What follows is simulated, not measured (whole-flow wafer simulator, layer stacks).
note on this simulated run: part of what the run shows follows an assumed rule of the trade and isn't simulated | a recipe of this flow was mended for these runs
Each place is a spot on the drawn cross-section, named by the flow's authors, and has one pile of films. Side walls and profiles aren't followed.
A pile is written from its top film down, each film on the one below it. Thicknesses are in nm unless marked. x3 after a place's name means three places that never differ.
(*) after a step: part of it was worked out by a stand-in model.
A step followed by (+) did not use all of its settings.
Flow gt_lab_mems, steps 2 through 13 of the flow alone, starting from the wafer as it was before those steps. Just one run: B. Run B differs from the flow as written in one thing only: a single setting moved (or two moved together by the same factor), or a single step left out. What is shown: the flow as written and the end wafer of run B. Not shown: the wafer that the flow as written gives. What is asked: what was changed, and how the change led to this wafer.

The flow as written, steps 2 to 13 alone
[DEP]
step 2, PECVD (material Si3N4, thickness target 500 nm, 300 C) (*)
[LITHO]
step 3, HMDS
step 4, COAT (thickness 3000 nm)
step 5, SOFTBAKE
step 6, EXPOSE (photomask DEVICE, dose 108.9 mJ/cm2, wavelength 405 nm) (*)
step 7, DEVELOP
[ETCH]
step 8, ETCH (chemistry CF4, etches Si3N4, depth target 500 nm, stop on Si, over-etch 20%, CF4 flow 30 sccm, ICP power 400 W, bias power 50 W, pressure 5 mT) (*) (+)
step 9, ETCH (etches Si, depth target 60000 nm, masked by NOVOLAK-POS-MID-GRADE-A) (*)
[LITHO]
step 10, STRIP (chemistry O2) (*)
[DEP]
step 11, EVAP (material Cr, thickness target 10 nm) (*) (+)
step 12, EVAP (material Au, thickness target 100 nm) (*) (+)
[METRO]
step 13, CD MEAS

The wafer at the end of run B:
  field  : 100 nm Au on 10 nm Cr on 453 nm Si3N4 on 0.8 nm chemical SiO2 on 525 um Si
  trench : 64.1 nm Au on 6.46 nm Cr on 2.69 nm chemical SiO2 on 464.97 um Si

The reason: step 2, PECVD: thickness target 453 nm was run, though the flow has thickness target 500 nm.
The wafer lets one read it off: field has Si3N4 453, and step 2 as written asks for 500 nm.

The path from the change to this, step by step:
  step 2, PECVD (material Si3N4, thickness target 500 nm, 300 C) (*)
      field, trench: +453 Si3N4 (new film) (as written it would have been: +500 Si3N4 (new film))
  step 8, ETCH (chemistry CF4, etches Si3N4, depth target 500 nm, stop on Si, over-etch 20%, CF4 flow 30 sccm, ICP power 400 W, bias power 50 W, pressure 5 mT) (*) (+)
      field: -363 g/i-line-resist (as written it would have been: -400 g/i-line-resist)
      trench: -453 Si3N4 (all of it), -0.8 chemical SiO2 (all of it), -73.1 Si (as written it would have been: -500 Si3N4 (all of it), -0.8 chemical SiO2 (all of it), -49.6 Si)
  step 10, STRIP (chemistry O2) (*)
      field: -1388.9 g/i-line-resist (all of it) (as written it would have been: -1352 g/i-line-resist (all of it))
